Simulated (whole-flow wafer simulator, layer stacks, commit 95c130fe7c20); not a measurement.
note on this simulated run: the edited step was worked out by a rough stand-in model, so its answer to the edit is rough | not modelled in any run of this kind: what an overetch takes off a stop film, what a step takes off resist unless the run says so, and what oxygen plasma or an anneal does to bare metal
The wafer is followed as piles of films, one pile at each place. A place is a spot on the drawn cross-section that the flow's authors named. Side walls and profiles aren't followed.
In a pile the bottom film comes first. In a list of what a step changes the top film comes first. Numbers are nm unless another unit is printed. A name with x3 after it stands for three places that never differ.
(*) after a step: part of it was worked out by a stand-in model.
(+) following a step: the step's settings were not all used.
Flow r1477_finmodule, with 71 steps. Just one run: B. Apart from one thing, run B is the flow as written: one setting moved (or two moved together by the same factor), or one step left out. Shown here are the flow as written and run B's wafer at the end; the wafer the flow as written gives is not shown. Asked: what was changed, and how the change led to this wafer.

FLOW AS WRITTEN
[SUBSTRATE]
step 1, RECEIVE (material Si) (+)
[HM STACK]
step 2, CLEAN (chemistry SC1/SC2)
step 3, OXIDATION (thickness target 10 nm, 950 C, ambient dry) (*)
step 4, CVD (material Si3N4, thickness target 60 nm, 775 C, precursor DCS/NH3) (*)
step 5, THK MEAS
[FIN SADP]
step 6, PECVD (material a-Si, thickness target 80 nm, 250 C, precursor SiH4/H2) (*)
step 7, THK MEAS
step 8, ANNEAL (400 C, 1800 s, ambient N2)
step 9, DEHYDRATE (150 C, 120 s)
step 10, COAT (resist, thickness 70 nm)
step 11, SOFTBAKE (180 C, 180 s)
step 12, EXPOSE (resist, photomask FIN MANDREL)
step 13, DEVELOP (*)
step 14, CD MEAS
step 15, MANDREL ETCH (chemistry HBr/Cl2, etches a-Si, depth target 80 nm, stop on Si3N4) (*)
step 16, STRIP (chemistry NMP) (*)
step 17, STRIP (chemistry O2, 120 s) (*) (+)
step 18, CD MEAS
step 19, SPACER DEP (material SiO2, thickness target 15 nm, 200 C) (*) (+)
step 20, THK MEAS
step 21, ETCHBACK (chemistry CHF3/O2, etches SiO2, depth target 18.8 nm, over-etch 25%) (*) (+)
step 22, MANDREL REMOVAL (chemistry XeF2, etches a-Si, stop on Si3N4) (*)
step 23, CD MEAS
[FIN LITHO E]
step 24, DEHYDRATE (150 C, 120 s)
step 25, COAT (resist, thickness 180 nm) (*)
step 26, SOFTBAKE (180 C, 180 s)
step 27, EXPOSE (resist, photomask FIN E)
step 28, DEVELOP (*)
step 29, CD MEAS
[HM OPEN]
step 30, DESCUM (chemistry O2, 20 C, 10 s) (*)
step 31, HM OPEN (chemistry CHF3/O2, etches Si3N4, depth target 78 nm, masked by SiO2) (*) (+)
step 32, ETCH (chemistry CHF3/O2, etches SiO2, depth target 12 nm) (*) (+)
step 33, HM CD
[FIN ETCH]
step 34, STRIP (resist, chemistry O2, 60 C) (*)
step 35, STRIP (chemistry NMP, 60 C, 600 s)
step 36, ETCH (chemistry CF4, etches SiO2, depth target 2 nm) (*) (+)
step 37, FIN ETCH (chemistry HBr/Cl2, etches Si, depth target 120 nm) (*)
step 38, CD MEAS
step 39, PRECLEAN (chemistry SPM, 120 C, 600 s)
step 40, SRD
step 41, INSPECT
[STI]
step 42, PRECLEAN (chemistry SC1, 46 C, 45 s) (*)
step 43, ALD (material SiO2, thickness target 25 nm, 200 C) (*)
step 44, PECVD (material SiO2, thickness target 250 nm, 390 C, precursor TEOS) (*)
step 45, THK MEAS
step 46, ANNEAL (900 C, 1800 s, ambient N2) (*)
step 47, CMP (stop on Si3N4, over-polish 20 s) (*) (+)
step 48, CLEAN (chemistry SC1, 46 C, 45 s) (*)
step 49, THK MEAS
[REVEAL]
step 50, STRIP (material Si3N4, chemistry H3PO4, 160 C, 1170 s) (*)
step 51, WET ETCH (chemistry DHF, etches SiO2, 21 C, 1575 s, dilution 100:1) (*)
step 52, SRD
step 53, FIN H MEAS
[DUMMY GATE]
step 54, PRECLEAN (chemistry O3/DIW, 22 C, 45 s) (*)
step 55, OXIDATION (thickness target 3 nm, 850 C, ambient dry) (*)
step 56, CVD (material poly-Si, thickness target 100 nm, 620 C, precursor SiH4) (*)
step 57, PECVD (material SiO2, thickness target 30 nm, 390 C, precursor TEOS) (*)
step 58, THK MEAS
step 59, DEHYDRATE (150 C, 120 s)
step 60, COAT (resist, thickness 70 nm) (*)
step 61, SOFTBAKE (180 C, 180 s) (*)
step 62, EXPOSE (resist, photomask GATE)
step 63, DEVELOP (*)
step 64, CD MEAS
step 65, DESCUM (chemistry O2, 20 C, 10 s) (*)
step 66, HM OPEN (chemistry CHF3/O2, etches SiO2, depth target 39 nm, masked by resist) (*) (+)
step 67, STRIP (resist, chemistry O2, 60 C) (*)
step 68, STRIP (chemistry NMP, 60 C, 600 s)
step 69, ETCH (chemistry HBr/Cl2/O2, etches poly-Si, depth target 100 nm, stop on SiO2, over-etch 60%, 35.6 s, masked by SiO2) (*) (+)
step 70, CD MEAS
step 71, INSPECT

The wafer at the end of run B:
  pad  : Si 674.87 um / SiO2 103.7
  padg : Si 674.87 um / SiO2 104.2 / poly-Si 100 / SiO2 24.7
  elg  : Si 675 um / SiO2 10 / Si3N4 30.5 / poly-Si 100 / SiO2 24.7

The reason: step 36, ETCH: depth target 3.1 nm was run, whereas the flow has depth target 2 nm.

The path from the change to this, step by step:
  step 36, ETCH (chemistry CF4, etches SiO2, depth target 2 nm) (*) (+)
      pad, padg, esg and 19 more: chemical SiO2 loses 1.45 (all of it), Si loses 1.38 (in the flow as written it would be: chemical SiO2 loses 1.45 (all of it), Si loses 0.46)
      elg, e40lg, e100lg, e200lg, elo, e40lo, e100lo, e200lo: Si3N4 loses 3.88 (in the flow as written it would be: Si3N4 loses 2.5)
      (as well as at 6 more places)
  step 51, WET ETCH (chemistry DHF, etches SiO2, 21 C, 1575 s, dilution 100:1) (*)
      elg, e40lg, e100lg, e200lg, elo, e40lo, e100lo, e200lo: SiO2 loses 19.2 (all of it), Si3N4 loses 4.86 (in the flow as written it would be: SiO2 loses 17.8 (all of it), Si3N4 loses 4.97)
